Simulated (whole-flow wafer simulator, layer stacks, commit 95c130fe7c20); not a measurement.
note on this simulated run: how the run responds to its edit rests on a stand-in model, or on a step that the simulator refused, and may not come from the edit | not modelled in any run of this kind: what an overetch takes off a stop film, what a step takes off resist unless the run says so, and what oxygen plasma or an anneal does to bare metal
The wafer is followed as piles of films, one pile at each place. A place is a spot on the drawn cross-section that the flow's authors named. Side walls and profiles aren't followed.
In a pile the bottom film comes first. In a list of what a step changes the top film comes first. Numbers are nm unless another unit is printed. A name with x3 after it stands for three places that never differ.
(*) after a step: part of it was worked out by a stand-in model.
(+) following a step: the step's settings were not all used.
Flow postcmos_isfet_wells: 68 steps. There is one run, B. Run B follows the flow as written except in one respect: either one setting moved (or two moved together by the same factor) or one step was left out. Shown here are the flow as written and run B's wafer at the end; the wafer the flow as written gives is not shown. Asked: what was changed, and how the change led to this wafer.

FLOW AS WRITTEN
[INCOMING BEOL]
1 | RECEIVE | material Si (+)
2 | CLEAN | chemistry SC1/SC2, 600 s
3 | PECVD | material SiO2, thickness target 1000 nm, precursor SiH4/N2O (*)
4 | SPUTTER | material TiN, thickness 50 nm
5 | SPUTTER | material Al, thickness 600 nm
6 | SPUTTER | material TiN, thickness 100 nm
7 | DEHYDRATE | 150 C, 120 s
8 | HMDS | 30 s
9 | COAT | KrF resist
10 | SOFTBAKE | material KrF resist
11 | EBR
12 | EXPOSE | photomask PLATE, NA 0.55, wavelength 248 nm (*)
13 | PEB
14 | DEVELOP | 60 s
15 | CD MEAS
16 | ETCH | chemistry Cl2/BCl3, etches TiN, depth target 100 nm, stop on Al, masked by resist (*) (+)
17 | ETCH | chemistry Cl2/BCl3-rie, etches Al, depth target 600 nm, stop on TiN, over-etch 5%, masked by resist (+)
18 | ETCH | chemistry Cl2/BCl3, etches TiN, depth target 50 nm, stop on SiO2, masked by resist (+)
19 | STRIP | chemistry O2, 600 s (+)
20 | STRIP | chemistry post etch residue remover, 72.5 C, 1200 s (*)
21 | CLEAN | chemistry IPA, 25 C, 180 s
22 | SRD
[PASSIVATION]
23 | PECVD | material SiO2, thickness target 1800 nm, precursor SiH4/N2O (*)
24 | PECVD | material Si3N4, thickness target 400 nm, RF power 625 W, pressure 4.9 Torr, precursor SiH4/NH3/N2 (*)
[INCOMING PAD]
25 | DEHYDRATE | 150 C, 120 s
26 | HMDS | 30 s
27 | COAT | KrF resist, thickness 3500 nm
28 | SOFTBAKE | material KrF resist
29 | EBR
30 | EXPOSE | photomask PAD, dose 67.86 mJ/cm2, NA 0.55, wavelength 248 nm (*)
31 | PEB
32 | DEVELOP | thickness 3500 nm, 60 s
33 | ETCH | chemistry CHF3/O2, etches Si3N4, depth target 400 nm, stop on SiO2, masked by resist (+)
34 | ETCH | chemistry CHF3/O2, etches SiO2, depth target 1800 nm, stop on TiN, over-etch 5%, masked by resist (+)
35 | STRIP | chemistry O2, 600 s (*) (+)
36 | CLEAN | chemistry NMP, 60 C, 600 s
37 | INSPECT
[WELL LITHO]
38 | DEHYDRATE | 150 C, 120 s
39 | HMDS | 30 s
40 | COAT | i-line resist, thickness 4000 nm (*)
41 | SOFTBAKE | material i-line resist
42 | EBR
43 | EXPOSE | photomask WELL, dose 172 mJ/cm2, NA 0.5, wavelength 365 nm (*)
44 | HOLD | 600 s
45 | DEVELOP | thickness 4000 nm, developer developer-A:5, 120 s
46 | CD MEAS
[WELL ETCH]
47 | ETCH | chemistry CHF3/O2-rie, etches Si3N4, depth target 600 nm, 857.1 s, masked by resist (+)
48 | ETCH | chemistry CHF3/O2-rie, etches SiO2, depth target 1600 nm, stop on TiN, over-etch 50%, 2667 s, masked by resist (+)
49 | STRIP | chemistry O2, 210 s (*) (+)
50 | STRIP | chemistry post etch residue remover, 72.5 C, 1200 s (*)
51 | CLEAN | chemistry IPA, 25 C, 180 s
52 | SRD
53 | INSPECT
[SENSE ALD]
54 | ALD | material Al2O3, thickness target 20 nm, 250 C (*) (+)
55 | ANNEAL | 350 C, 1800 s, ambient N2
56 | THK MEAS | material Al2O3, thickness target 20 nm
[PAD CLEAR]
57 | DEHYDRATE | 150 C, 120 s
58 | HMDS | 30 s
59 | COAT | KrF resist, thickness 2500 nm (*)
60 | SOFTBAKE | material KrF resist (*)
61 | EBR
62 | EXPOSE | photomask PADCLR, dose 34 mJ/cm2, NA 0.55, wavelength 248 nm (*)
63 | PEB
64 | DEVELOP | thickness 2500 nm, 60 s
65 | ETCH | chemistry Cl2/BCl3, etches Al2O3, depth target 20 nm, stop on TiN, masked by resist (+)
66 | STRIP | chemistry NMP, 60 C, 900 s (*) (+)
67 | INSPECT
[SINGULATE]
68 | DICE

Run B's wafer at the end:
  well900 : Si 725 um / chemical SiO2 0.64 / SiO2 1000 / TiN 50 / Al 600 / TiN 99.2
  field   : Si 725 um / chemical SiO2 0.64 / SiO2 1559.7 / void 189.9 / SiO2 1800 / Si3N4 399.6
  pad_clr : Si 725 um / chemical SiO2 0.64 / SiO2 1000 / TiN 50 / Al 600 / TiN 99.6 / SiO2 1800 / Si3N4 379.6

The reason: step 54, ALD: material Al2O3, thickness target 20 nm, 250 C (*) (+), was skipped.

Step by step, how the change led to this:
  59 | COAT | KrF resist, thickness 2500 nm (*)
      field: +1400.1 KrF resist (new film) (as written it would have been: +1449 KrF resist (new film))
      margin: +1400 KrF resist (new film) (as written it would have been: +1448.9 KrF resist (new film))
  65 | ETCH | chemistry Cl2/BCl3, etches Al2O3, depth target 20 nm, stop on TiN, masked by resist (+)
      pad_clr: -20 Si3N4 (as written it would have been: -20 Al2O3 (all of it))
      pad_open: nothing (as written it would have been: -20 Al2O3 (all of it))
  66 | STRIP | chemistry NMP, 60 C, 900 s (*) (+)
      field: -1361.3 KrF resist (all of it) (as written it would have been: -1410.2 KrF resist (all of it))
      margin: -1361.3 KrF resist (all of it) (as written it would have been: -1410.1 KrF resist (all of it))
